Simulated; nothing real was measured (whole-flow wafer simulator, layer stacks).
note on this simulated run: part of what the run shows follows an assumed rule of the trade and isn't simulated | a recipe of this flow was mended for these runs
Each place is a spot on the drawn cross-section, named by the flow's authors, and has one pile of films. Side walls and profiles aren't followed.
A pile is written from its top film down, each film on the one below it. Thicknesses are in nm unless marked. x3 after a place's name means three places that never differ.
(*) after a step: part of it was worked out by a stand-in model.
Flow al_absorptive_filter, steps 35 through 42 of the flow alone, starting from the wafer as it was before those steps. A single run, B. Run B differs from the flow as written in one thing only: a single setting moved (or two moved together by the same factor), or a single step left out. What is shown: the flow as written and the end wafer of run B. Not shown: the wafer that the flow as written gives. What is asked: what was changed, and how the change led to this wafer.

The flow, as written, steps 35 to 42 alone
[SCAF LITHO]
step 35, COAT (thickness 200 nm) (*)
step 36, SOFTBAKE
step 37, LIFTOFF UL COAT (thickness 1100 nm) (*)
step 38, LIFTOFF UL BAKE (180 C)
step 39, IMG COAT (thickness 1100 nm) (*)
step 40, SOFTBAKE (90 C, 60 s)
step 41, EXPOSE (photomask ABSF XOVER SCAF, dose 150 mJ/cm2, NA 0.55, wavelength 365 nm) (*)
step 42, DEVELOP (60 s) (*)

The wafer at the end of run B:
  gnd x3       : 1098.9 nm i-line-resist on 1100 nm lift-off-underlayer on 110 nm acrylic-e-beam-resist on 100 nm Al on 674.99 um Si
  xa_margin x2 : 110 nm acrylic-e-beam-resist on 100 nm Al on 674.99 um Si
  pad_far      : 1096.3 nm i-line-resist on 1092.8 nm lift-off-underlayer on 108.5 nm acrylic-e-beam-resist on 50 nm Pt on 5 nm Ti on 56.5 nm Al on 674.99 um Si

What caused this: step 35, COAT: thickness 110 nm was run, whereas the flow has thickness 200 nm.
The wafer itself shows it: gnd x3 has acrylic-e-beam-resist 110, and step 35 as written asks for 200 nm.

The path from the change to this, step by step:
  step 35, COAT (thickness 200 nm) (*)
      gnd x3, xa_margin x2, idc_field: acrylic-e-beam-resist gains 110 (new film) (in the flow as written it would be: acrylic-e-beam-resist gains 200 (new film))
      pad_far: acrylic-e-beam-resist gains 108.5 (new film) (in the flow as written it would be: acrylic-e-beam-resist gains 198.5 (new film))
      (as well as at 7 more places)
